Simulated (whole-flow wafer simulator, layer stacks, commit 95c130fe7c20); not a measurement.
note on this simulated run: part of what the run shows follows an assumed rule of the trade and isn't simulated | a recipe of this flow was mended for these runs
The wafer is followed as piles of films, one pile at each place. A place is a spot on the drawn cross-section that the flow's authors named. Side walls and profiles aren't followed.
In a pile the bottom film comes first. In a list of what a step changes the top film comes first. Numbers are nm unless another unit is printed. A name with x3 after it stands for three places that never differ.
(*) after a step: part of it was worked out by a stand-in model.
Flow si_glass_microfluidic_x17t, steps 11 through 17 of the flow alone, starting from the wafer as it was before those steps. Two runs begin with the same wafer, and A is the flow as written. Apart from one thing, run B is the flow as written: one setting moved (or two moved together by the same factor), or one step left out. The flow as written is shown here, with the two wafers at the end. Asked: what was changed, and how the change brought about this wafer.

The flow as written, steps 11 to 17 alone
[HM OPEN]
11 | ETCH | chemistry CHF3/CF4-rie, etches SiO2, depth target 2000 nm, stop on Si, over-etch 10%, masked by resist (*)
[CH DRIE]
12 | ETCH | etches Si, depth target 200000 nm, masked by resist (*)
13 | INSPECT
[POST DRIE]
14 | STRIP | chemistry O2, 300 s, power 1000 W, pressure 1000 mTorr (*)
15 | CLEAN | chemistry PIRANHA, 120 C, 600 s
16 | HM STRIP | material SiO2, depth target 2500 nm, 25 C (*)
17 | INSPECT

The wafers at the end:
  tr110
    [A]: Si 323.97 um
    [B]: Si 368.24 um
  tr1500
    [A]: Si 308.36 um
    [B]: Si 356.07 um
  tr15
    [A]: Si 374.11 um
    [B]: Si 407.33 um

The reason: step 11, ETCH: depth target 1550 nm was run, while the flow as written has depth target 2000 nm.

How this came from the change, step by step:
  11 | ETCH | chemistry CHF3/CF4-rie, etches SiO2, depth target 2000 nm, stop on Si, over-etch 10%, masked by resist (*)
      tr110, tr1500, tr15: A SiO2 loses 2000 (all of it), Si loses 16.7 | B SiO2 loses 1705
      land: A thick-i-line-resist loses 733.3 | B thick-i-line-resist loses 568.3
  12 | ETCH | etches Si, depth target 200000 nm, masked by resist (*)
      tr110: A Si loses 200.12 um | B SiO2 loses 295 (all of it), Si loses 155.87 um
      tr1500: A Si loses 215.73 um | B SiO2 loses 295 (all of it), Si loses 168.05 um
      (as well as at 1 more place)
  14 | STRIP | chemistry O2, 300 s, power 1000 W, pressure 1000 mTorr (*)
      land: A thick-i-line-resist loses 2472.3 (all of it) | B thick-i-line-resist loses 2637.1 (all of it)
